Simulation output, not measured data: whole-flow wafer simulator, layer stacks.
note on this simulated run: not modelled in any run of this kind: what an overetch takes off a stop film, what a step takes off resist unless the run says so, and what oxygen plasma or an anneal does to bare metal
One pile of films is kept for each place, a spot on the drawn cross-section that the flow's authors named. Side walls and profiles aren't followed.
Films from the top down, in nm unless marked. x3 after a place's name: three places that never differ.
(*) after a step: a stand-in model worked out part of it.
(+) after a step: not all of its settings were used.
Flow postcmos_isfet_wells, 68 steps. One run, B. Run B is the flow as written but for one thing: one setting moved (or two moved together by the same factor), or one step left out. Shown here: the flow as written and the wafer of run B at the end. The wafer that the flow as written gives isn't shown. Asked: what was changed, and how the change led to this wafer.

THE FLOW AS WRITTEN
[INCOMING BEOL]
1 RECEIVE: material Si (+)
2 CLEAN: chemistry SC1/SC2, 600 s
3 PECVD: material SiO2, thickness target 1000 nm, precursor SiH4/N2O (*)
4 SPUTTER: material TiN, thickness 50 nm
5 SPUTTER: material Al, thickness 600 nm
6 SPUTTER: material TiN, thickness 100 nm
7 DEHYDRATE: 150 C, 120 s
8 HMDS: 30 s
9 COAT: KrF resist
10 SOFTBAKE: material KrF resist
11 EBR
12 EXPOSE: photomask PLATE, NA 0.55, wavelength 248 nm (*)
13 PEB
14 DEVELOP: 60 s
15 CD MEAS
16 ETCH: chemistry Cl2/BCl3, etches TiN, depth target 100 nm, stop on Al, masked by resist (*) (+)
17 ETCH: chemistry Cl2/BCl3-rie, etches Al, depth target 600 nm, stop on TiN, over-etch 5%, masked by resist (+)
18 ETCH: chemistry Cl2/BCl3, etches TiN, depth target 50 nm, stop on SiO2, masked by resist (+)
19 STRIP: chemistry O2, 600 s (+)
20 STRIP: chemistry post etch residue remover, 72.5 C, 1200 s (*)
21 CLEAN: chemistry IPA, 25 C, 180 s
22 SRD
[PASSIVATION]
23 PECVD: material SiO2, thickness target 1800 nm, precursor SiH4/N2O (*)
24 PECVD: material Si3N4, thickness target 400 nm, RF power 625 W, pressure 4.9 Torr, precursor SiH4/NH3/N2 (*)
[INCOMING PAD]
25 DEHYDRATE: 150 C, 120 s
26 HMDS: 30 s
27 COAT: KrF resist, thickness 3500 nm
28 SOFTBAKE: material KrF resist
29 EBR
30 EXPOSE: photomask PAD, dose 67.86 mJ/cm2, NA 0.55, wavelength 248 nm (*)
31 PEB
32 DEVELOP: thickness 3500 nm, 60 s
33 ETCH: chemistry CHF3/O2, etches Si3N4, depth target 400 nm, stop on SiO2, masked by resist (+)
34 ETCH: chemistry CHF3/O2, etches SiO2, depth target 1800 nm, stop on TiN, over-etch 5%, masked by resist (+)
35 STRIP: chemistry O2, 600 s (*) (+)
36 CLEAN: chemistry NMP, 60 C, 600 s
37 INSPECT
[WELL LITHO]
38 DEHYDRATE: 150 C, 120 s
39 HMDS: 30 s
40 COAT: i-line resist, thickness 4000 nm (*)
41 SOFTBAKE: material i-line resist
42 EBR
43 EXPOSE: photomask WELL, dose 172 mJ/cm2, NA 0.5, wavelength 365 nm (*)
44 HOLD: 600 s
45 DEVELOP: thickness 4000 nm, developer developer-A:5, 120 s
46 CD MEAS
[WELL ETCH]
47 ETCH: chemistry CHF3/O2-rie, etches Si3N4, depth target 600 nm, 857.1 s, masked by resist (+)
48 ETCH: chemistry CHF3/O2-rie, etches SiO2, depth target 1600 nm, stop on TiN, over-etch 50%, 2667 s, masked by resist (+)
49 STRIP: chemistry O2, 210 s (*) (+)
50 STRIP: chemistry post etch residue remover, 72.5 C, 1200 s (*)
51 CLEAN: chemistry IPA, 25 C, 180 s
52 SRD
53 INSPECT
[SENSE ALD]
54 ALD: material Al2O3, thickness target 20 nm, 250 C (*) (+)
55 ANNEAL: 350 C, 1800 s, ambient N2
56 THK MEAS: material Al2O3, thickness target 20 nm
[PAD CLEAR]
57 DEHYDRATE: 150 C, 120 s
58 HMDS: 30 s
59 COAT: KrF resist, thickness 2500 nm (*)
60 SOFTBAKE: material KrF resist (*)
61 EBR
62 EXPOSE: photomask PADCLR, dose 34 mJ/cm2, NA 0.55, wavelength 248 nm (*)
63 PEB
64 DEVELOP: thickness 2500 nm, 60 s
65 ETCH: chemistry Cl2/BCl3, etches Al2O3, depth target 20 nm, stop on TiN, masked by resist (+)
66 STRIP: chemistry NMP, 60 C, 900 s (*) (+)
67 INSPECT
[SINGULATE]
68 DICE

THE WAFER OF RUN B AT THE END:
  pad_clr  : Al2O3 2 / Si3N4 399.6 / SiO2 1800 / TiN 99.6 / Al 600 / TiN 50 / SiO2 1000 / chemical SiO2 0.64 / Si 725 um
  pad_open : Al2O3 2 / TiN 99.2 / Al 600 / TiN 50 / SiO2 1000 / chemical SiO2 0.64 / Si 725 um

The cause: step 65, ETCH: depth target 18 nm was run, where the flow has depth target 20 nm.

How the change led to this, step by step:
  65 ETCH: chemistry Cl2/BCl3, etches Al2O3, depth target 20 nm, stop on TiN, masked by resist (+)
      pad_clr, pad_open: Al2O3 -18 (as written it would be: Al2O3 -20 (all of it))
      field, margin, pad_rim: KrF resist -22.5 (as written it would be: KrF resist -25)
